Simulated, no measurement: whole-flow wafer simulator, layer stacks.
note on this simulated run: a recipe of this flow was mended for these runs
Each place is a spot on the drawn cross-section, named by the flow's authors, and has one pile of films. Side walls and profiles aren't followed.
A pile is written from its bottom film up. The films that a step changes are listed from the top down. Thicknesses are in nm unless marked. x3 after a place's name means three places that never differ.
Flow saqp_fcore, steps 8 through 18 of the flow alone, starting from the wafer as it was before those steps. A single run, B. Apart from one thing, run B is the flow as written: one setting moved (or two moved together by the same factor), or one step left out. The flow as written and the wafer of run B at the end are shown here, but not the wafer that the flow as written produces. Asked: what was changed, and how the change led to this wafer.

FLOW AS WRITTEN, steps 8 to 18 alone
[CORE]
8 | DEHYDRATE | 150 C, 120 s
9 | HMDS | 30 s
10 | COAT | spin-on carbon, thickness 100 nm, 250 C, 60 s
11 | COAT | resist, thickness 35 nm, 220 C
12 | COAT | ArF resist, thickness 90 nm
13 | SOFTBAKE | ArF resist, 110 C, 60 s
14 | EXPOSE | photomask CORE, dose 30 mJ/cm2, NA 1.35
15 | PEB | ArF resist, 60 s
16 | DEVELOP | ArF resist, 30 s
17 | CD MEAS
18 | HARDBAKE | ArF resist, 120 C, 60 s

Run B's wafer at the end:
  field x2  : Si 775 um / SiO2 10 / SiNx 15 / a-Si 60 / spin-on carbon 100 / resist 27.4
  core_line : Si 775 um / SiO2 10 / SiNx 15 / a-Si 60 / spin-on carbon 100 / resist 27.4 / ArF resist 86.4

The reason: step 11, COAT: thickness 27.4 nm was run, while the flow as written has thickness 35 nm.
One can read it off the wafer: field x2 has resist 27.4, and step 11 as written asks for 35 nm.

The path from the change to this, step by step:
  11 | COAT | resist, thickness 35 nm, 220 C
      field x2, core_line: +27.4 resist (new film) (in the flow as written it would be: +35 resist (new film))
